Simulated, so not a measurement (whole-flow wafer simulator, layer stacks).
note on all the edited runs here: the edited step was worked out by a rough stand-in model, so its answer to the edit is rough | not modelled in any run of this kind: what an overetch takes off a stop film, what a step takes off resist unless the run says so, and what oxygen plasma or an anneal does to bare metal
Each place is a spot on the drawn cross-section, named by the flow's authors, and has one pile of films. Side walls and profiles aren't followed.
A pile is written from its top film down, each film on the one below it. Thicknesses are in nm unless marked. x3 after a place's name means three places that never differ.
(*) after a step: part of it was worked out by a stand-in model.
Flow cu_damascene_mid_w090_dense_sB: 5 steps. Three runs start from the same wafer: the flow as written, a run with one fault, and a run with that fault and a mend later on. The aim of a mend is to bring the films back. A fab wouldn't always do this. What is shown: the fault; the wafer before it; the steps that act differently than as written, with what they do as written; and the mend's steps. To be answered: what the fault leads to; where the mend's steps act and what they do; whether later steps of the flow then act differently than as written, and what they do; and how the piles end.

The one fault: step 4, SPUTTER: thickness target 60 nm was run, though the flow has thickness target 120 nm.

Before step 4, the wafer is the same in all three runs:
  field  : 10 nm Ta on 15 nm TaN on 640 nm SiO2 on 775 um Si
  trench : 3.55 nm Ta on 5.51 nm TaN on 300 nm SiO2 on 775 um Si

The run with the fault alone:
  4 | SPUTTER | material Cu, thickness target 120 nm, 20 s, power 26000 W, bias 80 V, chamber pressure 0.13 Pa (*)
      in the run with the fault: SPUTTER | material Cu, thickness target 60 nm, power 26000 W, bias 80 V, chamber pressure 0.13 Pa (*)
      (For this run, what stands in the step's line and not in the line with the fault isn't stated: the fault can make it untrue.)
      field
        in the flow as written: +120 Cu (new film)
        in the run with the fault: +60 Cu (new film)
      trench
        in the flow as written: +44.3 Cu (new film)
        in the run with the fault: +22.2 Cu (new film)
  Later steps of the flow acting differently than as written:
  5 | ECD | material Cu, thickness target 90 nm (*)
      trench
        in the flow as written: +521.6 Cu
        in the run with the fault: +483.8 Cu
  At field, trench, the piles at the end differ from the flow's by more than 2% or 0.5 nm, whichever is larger.
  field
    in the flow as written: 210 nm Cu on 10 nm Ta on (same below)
    in the run with the fault: 150 nm Cu on 10 nm Ta on (same below)
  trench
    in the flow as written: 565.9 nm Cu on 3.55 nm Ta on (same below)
    in the run with the fault: 505.9 nm Cu on 3.55 nm Ta on (same below)

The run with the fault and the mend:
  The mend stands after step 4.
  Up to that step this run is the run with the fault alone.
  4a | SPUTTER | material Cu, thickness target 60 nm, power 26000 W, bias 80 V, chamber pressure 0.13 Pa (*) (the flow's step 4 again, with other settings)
      field
        +60 Cu
      trench
        +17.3 Cu
  None of the later steps of the flow differs from how it acts as written, at any place that is followed, by more than 2% or 0.5 nm, whichever is larger.
  By the end, the piles equal the flow's at every place that both follow.
